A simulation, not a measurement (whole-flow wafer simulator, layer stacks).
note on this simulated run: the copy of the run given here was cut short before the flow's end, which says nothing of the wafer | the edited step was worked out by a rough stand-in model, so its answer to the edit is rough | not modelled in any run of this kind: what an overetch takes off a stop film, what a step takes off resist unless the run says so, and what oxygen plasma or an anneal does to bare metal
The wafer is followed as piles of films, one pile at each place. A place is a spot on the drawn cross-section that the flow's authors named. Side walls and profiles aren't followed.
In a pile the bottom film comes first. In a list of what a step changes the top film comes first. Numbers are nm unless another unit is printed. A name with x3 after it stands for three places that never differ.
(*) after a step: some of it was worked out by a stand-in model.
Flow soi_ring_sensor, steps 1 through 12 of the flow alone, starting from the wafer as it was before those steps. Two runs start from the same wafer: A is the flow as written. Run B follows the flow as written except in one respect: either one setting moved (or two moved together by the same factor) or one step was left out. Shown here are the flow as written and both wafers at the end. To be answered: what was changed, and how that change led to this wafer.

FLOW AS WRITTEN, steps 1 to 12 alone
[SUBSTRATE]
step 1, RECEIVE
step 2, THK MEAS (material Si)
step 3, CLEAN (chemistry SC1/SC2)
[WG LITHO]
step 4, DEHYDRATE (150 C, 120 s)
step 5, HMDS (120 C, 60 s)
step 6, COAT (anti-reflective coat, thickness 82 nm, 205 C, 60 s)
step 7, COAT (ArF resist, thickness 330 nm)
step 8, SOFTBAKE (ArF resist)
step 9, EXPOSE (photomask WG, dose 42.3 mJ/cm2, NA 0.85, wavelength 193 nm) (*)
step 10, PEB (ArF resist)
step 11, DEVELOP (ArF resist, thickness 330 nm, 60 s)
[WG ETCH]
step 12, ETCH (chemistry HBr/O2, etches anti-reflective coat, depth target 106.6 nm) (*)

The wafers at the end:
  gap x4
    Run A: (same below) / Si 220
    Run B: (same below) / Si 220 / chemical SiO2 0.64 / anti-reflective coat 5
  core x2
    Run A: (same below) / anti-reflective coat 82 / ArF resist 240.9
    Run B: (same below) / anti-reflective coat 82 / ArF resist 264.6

The reason: step 12, ETCH: depth target 77 nm was run, while the flow as written has depth target 106.6 nm.

The path from the change to this, step by step:
  step 12, ETCH (chemistry HBr/O2, etches anti-reflective coat, depth target 106.6 nm) (*)
      gap x4: A -82 anti-reflective coat (all of it), -0.64 chemical SiO2 (all of it) | B -77 anti-reflective coat
      core x2: A -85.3 ArF resist | B -61.6 ArF resist
